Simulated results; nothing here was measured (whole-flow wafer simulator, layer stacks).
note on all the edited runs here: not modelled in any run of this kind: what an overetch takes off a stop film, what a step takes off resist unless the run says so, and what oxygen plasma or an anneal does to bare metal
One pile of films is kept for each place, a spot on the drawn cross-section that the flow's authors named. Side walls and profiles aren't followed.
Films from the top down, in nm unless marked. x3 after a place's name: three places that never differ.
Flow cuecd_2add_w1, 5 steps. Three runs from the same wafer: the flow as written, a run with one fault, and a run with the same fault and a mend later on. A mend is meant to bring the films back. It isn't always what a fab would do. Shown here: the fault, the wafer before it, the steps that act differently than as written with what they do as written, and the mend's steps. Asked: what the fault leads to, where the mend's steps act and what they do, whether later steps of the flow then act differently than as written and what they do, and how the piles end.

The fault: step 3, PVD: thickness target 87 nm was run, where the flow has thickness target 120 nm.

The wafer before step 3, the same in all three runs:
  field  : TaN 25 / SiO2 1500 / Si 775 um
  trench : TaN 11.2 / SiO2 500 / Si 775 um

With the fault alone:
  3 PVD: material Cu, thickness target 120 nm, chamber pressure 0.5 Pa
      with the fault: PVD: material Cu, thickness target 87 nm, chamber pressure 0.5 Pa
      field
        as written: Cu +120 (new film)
        with the fault: Cu +87 (new film)
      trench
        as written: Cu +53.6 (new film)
        with the fault: Cu +39.3 (new film)
  No later step of the flow acts differently than as written, at any place that is followed, by more than 2% or 0.5 nm, whichever is larger.
  At the end the piles differ from the flow's by more than 2% or 0.5 nm, whichever is larger, at field.
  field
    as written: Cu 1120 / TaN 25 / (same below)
    with the fault: Cu 1087 / TaN 25 / (same below)

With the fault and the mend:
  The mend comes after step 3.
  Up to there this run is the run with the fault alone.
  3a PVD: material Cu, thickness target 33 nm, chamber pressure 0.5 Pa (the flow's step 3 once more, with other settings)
      field
        Cu +33
      trench
        Cu +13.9
  No later step of the flow acts differently than as written, at any place that is followed, by more than 2% or 0.5 nm, whichever is larger.
  At the end the piles are the same as the flow's at every place that both follow.
